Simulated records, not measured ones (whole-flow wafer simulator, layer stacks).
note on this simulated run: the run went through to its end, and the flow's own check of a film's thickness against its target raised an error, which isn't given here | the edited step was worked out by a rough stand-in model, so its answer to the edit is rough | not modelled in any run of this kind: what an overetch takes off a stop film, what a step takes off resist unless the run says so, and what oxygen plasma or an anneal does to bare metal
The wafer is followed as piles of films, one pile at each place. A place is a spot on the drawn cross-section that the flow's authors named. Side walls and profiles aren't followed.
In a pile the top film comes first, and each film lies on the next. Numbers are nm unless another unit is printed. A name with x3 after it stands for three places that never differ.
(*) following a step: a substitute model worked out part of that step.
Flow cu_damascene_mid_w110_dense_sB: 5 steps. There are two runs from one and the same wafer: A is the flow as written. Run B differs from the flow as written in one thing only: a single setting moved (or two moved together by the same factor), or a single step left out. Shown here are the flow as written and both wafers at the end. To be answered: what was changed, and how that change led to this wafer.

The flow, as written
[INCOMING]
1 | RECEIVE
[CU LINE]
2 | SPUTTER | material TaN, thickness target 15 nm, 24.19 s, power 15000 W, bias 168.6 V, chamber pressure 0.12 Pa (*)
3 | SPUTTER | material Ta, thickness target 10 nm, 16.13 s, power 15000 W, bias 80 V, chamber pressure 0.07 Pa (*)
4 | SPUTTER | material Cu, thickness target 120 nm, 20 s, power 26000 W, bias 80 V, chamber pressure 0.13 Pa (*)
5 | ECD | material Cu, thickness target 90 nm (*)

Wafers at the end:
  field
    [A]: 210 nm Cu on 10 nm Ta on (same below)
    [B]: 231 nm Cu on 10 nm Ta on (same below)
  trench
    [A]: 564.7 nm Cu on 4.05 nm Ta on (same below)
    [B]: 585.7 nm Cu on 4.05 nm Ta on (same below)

The reason: step 4, SPUTTER: thickness target 141 nm was run, while the flow as written has thickness target 120 nm; step 4, SPUTTER: 23.5 s was run, where the flow has 20 s.

Step by step, how the change led to this:
  4 | SPUTTER | material Cu, thickness target 120 nm, 20 s, power 26000 W, bias 80 V, chamber pressure 0.13 Pa (*)
      field: A +120 Cu (new film) | B +141 Cu (new film)
      trench: A +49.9 Cu (new film) | B +58.7 Cu (new film)
  5 | ECD | material Cu, thickness target 90 nm (*)
      trench: A +514.8 Cu | B +527.1 Cu
